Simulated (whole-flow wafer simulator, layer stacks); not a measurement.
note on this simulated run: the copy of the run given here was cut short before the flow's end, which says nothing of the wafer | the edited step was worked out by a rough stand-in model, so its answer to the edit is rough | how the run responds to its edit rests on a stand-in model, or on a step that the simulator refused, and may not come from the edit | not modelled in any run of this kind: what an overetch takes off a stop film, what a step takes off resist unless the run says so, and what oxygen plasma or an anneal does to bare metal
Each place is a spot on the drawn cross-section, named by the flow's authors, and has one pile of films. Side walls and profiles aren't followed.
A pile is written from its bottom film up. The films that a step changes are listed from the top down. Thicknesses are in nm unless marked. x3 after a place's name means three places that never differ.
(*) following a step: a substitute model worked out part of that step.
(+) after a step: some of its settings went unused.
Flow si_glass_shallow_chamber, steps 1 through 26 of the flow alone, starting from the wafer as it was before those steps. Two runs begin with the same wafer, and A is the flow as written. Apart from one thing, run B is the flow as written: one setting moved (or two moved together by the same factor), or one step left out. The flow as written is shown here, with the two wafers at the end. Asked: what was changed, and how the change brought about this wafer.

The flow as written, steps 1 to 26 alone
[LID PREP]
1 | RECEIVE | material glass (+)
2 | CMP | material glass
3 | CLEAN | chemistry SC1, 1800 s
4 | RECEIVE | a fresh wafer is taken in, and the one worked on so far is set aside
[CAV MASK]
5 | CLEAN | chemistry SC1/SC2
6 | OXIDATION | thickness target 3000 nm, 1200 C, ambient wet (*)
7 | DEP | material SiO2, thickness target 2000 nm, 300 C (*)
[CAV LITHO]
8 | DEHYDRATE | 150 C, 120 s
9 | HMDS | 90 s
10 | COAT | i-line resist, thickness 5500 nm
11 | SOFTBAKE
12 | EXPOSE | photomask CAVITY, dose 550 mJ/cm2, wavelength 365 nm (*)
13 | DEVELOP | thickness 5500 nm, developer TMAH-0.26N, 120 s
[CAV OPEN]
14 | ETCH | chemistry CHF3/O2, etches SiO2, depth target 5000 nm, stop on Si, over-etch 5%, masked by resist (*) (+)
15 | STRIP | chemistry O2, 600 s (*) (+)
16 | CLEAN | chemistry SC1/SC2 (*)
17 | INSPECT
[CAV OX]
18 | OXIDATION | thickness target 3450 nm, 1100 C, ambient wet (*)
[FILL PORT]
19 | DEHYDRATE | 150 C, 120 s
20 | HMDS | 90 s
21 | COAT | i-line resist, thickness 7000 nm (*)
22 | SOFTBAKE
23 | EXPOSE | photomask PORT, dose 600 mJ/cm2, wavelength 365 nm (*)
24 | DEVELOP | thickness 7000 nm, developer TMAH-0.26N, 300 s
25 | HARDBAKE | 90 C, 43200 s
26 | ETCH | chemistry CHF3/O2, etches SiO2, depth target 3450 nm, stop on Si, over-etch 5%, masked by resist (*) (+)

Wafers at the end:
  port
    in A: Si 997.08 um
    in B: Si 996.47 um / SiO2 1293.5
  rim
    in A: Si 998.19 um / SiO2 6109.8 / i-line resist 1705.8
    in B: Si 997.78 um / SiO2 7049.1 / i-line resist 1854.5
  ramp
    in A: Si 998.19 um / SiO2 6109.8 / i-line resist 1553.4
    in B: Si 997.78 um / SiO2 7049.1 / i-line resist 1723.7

Cause: step 18, OXIDATION: thickness target 4916 nm was run, whereas the flow has thickness target 3450 nm.

How this came from the change, step by step:
  18 | OXIDATION | thickness target 3450 nm, 1100 C, ambient wet (*)
      rim, ramp, septum, ring: A SiO2 gains 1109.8, Si loses 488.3 | B SiO2 gains 2049.1, Si loses 901.6
      cav, port: A SiO2 gains 3450 (new film), chemical SiO2 loses 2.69 (all of it), Si loses 1516.8 | B SiO2 gains 4916 (new film), chemical SiO2 loses 2.69 (all of it), Si loses 2161.9
  21 | COAT | i-line resist, thickness 7000 nm (*)
      ramp: A i-line resist gains 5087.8 (new film) | B i-line resist gains 5228.6 (new film)
  22 | SOFTBAKE
      rim: A i-line resist loses 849 | B i-line resist loses 796.6
      ramp: A i-line resist loses 434.5 | B i-line resist loses 398.9
      (and at 4 other places as well)
  25 | HARDBAKE | 90 C, 43200 s
      rim: A i-line resist loses 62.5 | B i-line resist loses 67.9
      ramp: A i-line resist loses 57.1 | B i-line resist loses 63.1
  26 | ETCH | chemistry CHF3/O2, etches SiO2, depth target 3450 nm, stop on Si, over-etch 5%, masked by resist (*) (+)
      port: A SiO2 loses 3450 (all of it), Si loses 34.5 | B SiO2 loses 3622.5
